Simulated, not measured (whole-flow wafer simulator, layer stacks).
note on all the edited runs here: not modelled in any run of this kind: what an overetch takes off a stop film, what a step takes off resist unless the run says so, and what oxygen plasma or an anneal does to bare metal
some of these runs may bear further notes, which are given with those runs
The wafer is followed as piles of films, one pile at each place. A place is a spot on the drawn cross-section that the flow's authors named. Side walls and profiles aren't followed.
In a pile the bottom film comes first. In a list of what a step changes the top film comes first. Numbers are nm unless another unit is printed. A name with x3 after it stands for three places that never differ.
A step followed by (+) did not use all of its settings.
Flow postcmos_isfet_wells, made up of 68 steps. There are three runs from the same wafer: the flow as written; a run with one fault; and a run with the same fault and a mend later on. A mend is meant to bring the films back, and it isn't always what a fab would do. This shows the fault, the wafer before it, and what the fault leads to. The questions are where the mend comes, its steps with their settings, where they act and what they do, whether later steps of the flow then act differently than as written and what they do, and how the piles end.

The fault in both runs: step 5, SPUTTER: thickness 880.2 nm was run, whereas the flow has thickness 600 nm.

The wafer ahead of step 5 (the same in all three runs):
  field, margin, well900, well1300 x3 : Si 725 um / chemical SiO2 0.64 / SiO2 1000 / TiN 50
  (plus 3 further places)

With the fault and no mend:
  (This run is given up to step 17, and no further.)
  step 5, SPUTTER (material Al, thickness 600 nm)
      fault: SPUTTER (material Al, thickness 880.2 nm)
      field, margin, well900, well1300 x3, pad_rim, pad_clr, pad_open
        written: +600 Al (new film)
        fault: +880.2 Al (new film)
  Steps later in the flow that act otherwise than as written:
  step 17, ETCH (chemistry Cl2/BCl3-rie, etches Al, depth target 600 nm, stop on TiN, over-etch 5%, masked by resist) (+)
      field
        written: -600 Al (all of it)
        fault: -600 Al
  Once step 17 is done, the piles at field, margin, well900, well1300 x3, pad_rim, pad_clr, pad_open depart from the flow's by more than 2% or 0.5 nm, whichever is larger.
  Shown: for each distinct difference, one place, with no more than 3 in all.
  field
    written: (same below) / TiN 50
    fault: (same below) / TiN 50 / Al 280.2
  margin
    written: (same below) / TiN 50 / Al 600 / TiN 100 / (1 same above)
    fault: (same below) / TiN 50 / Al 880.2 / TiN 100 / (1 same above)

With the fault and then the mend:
  The mend follows step 5.
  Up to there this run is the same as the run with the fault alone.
  step 5a, ETCH (chemistry al pan, depth target 280.2 nm)
      field, margin, well900, well1300 x3, pad_rim, pad_clr, pad_open
        -280.2 Al
  Later steps of the flow that are run all act as written at every place that is followed.
  By the end, the piles equal the flow's at every place that both follow.
